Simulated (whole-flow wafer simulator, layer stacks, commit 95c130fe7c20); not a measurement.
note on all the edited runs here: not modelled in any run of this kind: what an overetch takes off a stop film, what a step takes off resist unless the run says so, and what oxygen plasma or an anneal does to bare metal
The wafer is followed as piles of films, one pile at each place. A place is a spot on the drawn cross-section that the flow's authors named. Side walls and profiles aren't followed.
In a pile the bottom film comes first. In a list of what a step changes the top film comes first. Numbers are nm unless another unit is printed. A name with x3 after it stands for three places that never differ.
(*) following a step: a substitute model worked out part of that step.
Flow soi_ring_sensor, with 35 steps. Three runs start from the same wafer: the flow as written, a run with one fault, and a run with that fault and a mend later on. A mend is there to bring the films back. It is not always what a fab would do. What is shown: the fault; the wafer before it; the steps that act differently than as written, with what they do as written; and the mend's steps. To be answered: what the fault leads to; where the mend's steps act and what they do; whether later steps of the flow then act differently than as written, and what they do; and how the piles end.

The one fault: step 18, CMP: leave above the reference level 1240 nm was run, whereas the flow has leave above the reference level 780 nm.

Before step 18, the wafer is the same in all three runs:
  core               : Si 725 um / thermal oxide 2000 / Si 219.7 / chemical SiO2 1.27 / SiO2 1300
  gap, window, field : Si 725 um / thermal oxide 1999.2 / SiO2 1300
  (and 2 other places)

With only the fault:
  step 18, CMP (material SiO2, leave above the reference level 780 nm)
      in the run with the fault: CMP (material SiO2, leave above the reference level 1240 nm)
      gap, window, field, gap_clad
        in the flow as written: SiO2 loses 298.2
        in the run with the fault: nothing
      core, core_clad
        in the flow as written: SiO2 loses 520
        in the run with the fault: SiO2 loses 60
  Steps later in the flow that act otherwise than as written (not shown: 1 more step that differs only slightly, by at most 2% or 0.5 nm, whichever is larger):
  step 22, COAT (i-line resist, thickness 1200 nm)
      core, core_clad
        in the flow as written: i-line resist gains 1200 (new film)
        in the run with the fault: i-line resist gains 1060 (new film)
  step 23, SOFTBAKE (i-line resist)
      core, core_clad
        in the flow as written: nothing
        in the run with the fault: i-line resist loses 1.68
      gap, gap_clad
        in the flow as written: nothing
        in the run with the fault: i-line resist loses 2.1
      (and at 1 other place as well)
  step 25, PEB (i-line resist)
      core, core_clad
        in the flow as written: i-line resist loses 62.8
        in the run with the fault: i-line resist loses 55.1
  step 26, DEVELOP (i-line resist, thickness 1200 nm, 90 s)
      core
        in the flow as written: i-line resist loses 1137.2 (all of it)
        in the run with the fault: i-line resist loses 1003.2 (all of it)
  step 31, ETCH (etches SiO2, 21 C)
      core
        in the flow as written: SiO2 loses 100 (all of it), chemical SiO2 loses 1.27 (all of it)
        in the run with the fault: SiO2 loses 462
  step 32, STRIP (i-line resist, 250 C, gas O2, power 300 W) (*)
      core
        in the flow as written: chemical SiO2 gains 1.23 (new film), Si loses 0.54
        in the run with the fault: nothing
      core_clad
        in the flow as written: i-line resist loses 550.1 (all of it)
        in the run with the fault: i-line resist loses 416.4 (all of it)
  At core, field, core_clad, the piles at the end differ from the flow's by more than 2% or 0.5 nm, whichever is larger.
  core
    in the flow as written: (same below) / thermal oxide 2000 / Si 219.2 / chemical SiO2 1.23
    in the run with the fault: (same below) / thermal oxide 2000 / Si 219.7 / chemical SiO2 1.27 / SiO2 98
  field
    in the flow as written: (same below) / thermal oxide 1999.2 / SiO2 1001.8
    in the run with the fault: (same below) / thermal oxide 1999.2 / SiO2 1300
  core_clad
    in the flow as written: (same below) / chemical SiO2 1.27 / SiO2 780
    in the run with the fault: (same below) / chemical SiO2 1.27 / SiO2 1240

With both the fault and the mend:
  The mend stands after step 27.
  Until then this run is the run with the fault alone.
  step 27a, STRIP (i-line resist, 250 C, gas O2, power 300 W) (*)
      field
        i-line resist loses 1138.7 (all of it)
      core_clad
        i-line resist loses 1003.2 (all of it)
      gap_clad
        i-line resist loses 1157.3 (all of it)
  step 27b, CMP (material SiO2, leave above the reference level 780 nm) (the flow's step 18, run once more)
      gap, window, field, gap_clad
        SiO2 loses 298.2
      core, core_clad
        SiO2 loses 460
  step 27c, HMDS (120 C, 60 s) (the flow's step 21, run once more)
      does not change any film at any place that is followed
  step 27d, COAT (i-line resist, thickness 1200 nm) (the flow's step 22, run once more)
      core, gap, window, field, core_clad, gap_clad
        i-line resist gains 1200 (new film)
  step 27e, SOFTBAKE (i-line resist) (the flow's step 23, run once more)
      does not change any film at any place that is followed
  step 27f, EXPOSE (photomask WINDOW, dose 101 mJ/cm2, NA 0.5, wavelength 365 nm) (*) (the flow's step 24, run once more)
      does not change any film at any place that is followed
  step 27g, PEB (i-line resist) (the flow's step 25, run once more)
      core, gap, window, field, core_clad, gap_clad
        i-line resist loses 62.8
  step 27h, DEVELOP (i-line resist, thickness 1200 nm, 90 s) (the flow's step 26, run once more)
      core, gap, window
        i-line resist loses 1137.2 (all of it)
      field, core_clad, gap_clad
        i-line resist loses 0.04
  Later steps of the flow that are run all act as written at every place that is followed.
  The piles end the same as the flow's at every place that both follow.
